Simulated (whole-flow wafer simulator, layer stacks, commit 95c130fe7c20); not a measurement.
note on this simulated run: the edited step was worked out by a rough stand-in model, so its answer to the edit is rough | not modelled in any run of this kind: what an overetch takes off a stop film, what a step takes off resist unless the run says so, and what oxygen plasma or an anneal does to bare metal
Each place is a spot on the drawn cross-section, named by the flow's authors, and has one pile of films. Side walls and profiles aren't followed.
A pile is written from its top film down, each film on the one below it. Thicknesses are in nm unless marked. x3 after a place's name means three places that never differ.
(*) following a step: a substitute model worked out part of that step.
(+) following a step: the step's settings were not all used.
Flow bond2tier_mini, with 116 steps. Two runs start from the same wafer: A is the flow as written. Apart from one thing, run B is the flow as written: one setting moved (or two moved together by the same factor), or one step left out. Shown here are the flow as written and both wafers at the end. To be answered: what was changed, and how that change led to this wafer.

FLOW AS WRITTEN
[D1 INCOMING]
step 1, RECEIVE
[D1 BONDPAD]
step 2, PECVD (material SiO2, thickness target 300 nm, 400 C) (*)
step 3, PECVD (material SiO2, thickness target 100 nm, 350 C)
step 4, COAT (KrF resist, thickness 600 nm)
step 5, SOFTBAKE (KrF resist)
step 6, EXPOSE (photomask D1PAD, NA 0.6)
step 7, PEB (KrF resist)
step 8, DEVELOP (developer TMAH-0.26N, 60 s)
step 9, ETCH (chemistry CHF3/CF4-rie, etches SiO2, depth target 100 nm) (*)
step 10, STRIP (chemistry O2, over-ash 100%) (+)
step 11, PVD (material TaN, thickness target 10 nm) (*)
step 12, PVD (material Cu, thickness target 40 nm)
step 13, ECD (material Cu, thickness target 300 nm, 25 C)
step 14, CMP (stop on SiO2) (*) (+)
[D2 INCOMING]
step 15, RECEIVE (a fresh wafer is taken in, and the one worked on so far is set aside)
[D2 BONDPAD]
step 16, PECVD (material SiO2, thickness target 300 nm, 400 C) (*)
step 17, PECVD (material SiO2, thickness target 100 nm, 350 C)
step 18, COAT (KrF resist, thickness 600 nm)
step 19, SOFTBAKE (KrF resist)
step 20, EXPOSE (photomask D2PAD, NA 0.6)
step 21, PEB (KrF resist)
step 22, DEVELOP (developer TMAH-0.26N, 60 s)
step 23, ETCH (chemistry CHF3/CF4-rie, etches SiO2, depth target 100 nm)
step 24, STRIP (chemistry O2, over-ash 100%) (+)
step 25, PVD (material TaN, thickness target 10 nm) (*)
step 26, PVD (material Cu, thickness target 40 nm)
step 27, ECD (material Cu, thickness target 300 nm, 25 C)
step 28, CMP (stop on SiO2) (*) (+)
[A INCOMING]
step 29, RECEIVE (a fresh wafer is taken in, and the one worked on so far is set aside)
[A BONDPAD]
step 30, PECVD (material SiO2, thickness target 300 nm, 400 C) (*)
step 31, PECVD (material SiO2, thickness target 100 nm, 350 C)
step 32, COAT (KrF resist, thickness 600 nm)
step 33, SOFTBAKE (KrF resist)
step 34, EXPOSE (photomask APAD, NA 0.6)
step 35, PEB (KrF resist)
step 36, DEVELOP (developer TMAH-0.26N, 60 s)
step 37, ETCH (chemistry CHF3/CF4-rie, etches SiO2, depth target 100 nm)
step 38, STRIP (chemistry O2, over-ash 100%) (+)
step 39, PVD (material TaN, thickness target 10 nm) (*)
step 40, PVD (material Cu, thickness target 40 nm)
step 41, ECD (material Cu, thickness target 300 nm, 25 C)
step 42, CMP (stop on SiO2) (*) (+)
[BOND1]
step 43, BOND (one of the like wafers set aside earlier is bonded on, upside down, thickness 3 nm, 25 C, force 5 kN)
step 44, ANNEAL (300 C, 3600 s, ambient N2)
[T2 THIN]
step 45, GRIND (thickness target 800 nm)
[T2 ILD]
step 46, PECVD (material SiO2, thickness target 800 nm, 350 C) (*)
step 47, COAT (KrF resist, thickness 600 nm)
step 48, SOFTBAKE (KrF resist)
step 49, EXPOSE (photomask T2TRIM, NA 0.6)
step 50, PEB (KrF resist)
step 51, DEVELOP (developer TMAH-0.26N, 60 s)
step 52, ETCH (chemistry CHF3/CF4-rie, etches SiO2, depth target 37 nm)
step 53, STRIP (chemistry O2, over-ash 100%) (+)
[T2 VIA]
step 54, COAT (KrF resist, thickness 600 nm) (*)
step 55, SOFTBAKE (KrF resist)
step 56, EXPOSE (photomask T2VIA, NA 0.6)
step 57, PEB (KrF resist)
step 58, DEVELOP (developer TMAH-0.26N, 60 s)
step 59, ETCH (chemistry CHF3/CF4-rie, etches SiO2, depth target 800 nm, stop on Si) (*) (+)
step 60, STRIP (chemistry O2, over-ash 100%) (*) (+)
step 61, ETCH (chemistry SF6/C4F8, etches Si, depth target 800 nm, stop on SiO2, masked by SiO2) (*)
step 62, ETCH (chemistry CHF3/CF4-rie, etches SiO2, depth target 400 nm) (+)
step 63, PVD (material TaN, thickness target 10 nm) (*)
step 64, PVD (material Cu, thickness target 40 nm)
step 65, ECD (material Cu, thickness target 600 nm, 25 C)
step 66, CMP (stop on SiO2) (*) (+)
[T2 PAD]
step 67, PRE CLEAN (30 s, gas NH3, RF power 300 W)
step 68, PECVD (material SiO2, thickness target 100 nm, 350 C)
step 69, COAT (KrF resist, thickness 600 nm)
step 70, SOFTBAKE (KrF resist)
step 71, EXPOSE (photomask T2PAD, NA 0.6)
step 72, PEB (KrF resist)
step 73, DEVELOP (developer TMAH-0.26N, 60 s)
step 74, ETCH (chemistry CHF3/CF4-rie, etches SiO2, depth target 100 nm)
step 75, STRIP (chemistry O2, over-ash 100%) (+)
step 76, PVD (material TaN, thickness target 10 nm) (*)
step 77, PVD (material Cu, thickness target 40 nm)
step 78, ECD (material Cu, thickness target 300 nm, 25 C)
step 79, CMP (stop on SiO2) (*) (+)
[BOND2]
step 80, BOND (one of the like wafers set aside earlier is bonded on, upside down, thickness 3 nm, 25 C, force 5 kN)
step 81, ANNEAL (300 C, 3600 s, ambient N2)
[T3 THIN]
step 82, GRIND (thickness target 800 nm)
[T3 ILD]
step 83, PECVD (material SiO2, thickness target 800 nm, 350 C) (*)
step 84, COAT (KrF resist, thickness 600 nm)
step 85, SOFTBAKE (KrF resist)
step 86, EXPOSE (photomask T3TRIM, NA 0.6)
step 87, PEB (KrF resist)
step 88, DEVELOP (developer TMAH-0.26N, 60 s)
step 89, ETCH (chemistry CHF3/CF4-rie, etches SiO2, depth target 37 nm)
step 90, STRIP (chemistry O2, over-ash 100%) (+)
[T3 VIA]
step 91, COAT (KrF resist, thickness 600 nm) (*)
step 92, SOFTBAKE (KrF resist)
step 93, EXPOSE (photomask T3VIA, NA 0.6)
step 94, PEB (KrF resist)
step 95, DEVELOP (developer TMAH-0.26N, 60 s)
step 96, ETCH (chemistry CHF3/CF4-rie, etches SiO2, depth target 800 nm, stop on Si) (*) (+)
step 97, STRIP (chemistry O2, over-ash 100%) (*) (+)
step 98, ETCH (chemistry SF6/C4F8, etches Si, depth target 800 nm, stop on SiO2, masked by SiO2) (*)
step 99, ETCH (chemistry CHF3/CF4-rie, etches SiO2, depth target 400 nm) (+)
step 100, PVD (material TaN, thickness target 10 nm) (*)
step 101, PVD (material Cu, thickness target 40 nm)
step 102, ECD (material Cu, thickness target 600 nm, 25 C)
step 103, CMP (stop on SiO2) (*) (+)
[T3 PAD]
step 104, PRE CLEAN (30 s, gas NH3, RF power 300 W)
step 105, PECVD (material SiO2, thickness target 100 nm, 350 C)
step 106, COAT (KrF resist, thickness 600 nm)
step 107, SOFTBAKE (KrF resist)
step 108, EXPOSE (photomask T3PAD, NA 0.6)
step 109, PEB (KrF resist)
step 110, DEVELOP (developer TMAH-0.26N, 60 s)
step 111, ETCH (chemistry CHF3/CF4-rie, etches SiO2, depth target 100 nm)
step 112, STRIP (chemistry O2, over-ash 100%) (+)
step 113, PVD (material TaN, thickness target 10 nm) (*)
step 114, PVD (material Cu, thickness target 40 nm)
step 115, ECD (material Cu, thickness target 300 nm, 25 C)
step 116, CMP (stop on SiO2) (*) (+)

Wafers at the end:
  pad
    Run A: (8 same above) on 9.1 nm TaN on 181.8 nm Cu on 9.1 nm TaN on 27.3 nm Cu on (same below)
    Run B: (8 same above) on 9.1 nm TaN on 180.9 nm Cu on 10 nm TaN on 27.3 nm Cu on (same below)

What caused this: step 76, PVD: thickness target 11 nm was run, though the flow has thickness target 10 nm.

Step by step, how the change led to this:
  step 76, PVD (material TaN, thickness target 10 nm) (*)
      field: A +10 TaN (new film) | B +11 TaN (new film)
      pad: A +9.1 TaN (new film) | B +10 TaN (new film)
  step 79, CMP (stop on SiO2) (*) (+)
      field: A -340 Cu (all of it), -10 TaN (all of it) | B -340 Cu (all of it), -11 TaN (all of it)
